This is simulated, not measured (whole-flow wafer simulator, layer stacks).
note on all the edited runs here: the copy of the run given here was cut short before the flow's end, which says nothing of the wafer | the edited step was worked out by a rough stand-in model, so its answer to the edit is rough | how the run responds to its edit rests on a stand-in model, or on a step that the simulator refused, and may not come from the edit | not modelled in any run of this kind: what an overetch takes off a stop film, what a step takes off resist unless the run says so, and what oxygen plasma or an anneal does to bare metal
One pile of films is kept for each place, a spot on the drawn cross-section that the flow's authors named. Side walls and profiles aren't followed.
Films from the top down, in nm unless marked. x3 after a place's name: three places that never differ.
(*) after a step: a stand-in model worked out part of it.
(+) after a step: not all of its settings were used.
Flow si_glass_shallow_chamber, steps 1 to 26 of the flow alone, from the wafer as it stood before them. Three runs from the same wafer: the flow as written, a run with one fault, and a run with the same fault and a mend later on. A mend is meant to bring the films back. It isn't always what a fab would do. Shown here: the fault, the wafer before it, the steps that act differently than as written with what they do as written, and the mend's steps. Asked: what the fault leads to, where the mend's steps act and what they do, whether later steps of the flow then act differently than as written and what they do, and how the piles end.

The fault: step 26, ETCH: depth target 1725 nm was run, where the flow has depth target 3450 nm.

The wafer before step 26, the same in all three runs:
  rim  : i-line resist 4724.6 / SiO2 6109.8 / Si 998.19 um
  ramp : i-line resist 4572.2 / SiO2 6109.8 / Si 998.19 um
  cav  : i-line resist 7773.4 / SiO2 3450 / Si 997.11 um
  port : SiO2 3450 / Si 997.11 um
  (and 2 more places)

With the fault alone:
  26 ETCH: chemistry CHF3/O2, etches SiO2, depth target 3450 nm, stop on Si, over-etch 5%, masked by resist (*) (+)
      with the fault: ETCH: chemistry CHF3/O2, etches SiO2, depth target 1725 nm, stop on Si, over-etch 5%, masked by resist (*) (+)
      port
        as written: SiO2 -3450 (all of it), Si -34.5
        with the fault: SiO2 -1811.2
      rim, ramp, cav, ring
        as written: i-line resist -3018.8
        with the fault: i-line resist -1509.4
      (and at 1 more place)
  No later step of the flow acts differently than as written at any place that is followed.
  At the end the piles differ from the flow's by more than 2% or 0.5 nm, whichever is larger, at rim, ramp, cav, port, septum, ring.
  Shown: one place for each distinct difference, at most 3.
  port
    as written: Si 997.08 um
    with the fault: SiO2 1638.8 / Si 997.11 um
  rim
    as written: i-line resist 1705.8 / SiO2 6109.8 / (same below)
    with the fault: i-line resist 3215.2 / SiO2 6109.8 / (same below)
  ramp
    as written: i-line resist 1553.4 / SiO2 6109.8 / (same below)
    with the fault: i-line resist 3062.8 / SiO2 6109.8 / (same below)

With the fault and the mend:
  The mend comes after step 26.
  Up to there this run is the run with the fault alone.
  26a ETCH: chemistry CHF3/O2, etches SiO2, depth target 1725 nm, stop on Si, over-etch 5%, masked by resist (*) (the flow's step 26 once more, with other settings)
      rim, ramp, cav, septum, ring
        i-line resist -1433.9
      port
        SiO2 -1638.8 (all of it), Si -34.5
  No later step of the flow acts differently than as written at any place that is followed.
  At the end the piles differ from the flow's by more than 2% or 0.5 nm, whichever is larger, at rim, ramp, septum.
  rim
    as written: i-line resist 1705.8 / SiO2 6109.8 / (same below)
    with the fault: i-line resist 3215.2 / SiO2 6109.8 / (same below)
    with the mend: i-line resist 1781.3 / SiO2 6109.8 / (same below)
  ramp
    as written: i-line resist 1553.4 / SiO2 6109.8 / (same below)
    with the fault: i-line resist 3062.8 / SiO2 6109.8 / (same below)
    with the mend: i-line resist 1628.9 / SiO2 6109.8 / (same below)
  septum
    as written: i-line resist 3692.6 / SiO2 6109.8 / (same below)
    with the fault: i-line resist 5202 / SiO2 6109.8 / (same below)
    with the mend: i-line resist 3768.1 / SiO2 6109.8 / (same below)
